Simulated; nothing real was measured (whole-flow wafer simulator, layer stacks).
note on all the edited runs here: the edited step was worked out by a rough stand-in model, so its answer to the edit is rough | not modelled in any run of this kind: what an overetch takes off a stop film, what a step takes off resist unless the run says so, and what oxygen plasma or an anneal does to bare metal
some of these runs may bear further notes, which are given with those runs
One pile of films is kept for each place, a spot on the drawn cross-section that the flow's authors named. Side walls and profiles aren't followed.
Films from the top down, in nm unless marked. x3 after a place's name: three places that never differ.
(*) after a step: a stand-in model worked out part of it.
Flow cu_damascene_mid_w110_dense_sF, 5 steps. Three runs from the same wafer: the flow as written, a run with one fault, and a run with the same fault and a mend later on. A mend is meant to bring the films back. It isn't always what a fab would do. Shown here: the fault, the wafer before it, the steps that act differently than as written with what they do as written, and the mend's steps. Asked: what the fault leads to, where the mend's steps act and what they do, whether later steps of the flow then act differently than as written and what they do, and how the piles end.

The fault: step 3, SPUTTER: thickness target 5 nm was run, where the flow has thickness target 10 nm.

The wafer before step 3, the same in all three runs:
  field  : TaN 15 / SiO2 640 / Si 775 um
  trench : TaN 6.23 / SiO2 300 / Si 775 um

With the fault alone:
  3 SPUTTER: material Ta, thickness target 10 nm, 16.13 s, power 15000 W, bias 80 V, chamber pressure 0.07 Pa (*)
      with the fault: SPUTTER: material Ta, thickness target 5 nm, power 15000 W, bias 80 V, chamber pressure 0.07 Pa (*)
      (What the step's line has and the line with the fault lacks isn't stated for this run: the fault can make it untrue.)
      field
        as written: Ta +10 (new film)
        with the fault: Ta +5 (new film)
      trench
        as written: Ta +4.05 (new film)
        with the fault: Ta +2.02 (new film)
  No later step of the flow acts differently than as written, at any place that is followed, by more than 2% or 0.5 nm, whichever is larger.
  At the end the piles differ from the flow's by more than 2% or 0.5 nm, whichever is larger, at field, trench.
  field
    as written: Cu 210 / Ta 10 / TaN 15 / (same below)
    with the fault: Cu 210 / Ta 5 / TaN 15 / (same below)
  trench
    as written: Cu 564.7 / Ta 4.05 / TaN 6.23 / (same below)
    with the fault: Cu 561.7 / Ta 2.02 / TaN 6.23 / (same below)

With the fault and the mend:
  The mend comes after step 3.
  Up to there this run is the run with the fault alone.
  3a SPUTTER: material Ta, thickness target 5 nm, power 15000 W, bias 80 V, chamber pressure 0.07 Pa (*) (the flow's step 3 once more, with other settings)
      field
        Ta +5
      trench
        Ta +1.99
  No later step of the flow acts differently than as written, at any place that is followed, by more than 2% or 0.5 nm, whichever is larger.
  At the end the piles differ from the flow's only slightly at the places that both follow, by at most 2% or 0.5 nm, whichever is larger.
